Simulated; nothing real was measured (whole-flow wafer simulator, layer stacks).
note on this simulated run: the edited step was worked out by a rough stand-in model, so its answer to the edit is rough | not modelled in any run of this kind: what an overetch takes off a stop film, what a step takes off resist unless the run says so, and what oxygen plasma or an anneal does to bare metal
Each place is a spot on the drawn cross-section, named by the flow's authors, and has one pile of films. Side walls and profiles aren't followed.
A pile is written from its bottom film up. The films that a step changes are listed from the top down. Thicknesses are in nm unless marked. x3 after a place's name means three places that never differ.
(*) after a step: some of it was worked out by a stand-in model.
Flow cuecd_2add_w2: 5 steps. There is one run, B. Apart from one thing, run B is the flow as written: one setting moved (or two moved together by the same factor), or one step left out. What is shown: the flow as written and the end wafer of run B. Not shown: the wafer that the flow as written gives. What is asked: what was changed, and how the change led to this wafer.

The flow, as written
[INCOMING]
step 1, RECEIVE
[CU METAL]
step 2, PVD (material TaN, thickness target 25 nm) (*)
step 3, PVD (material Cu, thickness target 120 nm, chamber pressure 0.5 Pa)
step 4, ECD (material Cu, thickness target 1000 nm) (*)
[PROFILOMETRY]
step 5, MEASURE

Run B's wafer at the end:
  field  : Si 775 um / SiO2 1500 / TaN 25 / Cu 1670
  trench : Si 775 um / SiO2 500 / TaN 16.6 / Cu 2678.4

Cause: step 4, ECD: thickness target 1550 nm was run, though the flow has thickness target 1000 nm.

How this came from the change, step by step:
  step 4, ECD (material Cu, thickness target 1000 nm) (*)
      field: +1550 Cu (in the flow as written it would be: +1000 Cu)
      trench: +2597.6 Cu (in the flow as written it would be: +2047.6 Cu)
